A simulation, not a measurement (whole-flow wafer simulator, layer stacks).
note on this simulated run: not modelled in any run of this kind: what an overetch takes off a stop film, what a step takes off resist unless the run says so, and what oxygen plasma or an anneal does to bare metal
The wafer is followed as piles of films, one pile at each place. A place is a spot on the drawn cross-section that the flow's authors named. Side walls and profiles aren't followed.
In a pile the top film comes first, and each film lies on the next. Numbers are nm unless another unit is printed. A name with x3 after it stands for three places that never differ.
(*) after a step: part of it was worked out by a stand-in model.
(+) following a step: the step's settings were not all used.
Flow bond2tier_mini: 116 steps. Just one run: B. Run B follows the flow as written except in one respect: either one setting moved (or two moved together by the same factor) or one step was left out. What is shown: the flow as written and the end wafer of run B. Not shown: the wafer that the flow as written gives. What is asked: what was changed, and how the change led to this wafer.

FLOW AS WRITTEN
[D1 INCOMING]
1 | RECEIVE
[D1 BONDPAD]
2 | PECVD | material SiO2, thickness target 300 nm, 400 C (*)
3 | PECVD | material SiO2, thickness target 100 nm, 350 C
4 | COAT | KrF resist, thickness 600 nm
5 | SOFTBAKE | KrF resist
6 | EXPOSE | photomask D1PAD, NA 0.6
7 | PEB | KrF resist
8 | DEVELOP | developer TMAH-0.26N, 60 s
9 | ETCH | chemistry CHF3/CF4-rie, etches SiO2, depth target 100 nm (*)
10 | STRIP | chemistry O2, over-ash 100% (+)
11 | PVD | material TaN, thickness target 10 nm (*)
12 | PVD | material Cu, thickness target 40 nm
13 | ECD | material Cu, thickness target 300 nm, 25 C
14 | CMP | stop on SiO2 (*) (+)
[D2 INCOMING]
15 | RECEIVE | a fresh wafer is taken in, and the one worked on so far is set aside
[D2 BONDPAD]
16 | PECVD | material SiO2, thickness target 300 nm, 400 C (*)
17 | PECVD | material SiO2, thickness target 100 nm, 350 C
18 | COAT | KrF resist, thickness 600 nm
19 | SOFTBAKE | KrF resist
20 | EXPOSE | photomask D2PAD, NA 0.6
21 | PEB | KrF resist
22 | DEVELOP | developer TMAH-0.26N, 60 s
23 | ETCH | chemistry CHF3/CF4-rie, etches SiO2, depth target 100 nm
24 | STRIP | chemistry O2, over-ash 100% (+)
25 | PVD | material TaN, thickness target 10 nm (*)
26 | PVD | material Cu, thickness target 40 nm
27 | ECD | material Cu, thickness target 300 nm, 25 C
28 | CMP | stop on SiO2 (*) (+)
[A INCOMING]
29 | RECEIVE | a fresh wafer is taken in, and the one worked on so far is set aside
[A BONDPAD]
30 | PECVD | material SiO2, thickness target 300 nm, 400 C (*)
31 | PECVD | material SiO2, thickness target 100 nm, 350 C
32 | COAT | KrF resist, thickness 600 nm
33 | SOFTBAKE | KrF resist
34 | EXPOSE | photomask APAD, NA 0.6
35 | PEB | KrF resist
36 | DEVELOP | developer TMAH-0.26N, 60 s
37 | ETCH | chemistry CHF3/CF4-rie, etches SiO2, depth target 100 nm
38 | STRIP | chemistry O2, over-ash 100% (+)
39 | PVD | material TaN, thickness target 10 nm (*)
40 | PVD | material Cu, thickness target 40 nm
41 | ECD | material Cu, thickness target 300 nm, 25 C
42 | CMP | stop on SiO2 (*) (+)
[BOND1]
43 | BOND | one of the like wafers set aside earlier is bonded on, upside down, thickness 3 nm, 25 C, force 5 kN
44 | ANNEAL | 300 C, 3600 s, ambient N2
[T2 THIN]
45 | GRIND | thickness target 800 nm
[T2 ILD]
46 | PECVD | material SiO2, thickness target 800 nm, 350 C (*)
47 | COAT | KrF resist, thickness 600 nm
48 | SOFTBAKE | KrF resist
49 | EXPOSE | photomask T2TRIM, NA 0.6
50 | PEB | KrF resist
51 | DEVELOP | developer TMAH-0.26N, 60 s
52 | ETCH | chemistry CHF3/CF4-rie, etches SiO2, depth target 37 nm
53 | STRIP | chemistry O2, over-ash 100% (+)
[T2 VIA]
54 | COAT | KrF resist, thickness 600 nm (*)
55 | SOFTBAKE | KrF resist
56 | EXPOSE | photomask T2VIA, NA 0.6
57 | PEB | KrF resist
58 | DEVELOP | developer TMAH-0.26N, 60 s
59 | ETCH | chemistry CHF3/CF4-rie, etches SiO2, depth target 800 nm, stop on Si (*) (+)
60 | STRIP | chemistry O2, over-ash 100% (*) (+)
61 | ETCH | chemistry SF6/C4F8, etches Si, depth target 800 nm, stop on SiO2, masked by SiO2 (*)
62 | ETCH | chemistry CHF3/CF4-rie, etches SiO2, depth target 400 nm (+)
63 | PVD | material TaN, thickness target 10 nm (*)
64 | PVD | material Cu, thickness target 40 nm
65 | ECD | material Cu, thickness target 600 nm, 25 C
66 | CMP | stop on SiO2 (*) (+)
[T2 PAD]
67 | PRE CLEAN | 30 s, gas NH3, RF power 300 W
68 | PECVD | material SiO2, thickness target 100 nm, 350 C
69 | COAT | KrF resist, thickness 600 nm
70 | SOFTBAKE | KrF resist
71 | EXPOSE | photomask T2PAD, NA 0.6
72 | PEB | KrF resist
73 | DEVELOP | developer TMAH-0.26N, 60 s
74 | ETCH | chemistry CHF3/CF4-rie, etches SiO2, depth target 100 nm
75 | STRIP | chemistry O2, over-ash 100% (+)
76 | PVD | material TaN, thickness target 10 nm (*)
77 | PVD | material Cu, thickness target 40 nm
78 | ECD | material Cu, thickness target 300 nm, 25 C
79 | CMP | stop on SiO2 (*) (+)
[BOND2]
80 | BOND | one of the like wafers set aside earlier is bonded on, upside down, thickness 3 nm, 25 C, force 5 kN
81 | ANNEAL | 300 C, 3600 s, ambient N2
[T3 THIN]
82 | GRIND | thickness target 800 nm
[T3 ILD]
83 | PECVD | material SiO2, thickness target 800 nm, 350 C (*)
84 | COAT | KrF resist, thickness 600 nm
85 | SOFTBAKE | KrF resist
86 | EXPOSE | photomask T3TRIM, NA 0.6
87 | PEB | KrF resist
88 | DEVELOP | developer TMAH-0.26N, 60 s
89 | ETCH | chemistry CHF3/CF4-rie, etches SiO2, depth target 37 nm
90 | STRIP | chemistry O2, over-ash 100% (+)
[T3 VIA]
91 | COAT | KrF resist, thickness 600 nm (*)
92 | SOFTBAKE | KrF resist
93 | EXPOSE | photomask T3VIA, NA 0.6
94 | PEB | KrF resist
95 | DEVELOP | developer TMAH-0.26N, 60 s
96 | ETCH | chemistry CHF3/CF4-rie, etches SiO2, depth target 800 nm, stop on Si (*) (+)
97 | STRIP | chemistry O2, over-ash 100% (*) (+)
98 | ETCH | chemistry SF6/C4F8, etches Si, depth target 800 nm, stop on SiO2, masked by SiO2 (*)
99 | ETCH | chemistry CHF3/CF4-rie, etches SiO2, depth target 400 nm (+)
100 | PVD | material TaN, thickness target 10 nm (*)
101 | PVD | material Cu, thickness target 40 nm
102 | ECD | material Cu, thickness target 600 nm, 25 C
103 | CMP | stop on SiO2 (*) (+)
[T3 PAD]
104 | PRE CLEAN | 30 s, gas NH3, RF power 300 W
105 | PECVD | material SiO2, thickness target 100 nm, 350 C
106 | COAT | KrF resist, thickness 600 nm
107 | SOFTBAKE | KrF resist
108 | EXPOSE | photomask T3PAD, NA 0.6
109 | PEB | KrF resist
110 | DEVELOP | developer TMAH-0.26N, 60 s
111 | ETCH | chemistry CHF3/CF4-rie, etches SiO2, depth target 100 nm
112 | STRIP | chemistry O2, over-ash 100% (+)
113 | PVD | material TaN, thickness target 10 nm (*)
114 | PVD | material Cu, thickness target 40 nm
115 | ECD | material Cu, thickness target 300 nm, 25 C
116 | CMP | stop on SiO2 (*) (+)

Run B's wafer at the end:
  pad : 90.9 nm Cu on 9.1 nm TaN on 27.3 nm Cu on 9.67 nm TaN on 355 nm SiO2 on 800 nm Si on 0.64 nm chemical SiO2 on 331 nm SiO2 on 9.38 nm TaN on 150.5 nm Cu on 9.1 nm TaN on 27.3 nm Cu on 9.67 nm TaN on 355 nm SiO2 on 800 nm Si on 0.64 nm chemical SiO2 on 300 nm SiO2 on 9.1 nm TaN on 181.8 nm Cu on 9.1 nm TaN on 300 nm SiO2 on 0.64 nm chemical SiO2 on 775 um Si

Cause: step 23, ETCH: depth target 69 nm was run, whereas the flow has depth target 100 nm.

How this came from the change, step by step:
  23 | ETCH | chemistry CHF3/CF4-rie, etches SiO2, depth target 100 nm
      pad, via: SiO2 loses 69 (in the flow as written it would be: SiO2 loses 100)
      field: KrF resist loses 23 (in the flow as written it would be: KrF resist loses 33.3)
  26 | PVD | material Cu, thickness target 40 nm
      pad: Cu gains 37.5 (new film) (in the flow as written it would be: Cu gains 36.4 (new film))
  27 | ECD | material Cu, thickness target 300 nm, 25 C
      pad: Cu gains 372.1 (in the flow as written it would be: Cu gains 404.5)
      via: Cu gains 369.1 (in the flow as written it would be: Cu gains 400.2)
  80 | BOND | one of the like wafers set aside earlier is bonded on, upside down, thickness 3 nm, 25 C, force 5 kN
      pad: Si gains 775 um (new film), chemical SiO2 gains 0.64 (new film), SiO2 gains 331 (new film), TaN gains 9.38 (new film), Cu gains 59.6 (in the flow as written it would be: Si gains 775 um (new film), chemical SiO2 gains 0.64 (new film), SiO2 gains 300 (new film), TaN gains 9.1 (new film), Cu gains 90.9)
